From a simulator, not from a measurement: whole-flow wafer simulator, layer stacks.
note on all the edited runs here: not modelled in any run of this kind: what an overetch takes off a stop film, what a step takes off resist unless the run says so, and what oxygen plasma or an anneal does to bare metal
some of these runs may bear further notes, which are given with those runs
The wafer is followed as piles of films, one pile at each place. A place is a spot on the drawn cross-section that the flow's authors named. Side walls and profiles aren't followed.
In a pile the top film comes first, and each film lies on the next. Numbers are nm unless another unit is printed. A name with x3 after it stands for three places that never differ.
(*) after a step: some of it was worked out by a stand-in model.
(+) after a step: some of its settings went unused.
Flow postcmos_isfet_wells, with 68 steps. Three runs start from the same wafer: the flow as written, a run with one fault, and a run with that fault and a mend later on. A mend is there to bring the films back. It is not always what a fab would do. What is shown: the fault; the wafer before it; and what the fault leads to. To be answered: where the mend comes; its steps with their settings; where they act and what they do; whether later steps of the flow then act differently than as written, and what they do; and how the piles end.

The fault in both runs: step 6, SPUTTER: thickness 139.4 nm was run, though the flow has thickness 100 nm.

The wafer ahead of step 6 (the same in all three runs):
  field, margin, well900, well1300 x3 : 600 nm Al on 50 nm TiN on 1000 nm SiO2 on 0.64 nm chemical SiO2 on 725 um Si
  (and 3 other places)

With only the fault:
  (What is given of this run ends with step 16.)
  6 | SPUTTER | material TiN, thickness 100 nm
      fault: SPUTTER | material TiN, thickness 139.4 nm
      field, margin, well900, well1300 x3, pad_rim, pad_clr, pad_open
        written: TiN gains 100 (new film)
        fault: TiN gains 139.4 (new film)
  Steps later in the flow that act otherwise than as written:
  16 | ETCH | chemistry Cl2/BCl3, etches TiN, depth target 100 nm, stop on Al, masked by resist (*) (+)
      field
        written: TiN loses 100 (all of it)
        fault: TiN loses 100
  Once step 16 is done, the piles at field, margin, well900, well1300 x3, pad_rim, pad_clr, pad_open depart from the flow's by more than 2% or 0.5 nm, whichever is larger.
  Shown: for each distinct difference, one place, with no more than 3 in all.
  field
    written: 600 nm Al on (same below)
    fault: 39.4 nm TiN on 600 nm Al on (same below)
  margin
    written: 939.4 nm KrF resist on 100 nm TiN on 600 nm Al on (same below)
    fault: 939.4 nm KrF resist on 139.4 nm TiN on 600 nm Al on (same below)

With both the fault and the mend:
  The mend stands after step 6.
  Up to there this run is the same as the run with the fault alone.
  6a | ETCH | chemistry peroxide tin strip, depth target 39.4 nm
      field, margin, well900, well1300 x3, pad_rim, pad_clr, pad_open
        TiN loses 39.4
  None of the later steps of the flow acts differently than as written at any place that is followed.
  The piles end the same as the flow's at every place that both follow.
